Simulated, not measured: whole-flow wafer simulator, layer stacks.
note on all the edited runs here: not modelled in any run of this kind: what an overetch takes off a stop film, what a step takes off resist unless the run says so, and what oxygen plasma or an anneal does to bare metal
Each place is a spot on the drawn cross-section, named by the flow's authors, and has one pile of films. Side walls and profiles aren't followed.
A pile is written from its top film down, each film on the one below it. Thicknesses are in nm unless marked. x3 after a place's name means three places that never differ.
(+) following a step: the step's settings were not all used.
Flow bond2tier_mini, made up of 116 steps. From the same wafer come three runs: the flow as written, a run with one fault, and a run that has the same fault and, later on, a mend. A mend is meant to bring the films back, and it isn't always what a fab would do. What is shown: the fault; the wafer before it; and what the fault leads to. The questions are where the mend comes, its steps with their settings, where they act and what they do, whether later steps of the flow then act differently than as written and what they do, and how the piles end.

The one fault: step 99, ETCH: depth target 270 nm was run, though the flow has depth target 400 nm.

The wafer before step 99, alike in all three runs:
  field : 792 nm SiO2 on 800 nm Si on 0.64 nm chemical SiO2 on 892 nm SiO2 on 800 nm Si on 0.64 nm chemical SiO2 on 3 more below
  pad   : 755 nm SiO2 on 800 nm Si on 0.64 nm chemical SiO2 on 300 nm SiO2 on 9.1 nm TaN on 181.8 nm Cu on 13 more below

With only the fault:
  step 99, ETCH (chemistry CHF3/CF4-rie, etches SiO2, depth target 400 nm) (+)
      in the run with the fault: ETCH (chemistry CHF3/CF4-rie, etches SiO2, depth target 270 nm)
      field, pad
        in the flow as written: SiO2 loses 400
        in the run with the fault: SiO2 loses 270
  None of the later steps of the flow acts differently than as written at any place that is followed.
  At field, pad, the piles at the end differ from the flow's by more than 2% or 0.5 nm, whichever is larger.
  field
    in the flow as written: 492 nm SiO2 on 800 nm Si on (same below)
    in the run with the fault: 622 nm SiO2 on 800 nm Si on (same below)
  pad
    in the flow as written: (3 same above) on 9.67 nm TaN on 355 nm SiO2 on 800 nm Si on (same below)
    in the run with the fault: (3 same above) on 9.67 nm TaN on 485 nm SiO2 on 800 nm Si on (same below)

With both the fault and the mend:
  The mend follows step 99.
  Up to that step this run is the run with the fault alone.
  step 99a, ETCH (chemistry CHF3/CF4-rie, etches SiO2, depth target 130 nm) (+) (the flow's step 99, run once more with other settings)
      field, pad
        SiO2 loses 130
  None of the later steps of the flow acts differently than as written at any place that is followed.
  By the end, the piles equal the flow's at every place that both follow.
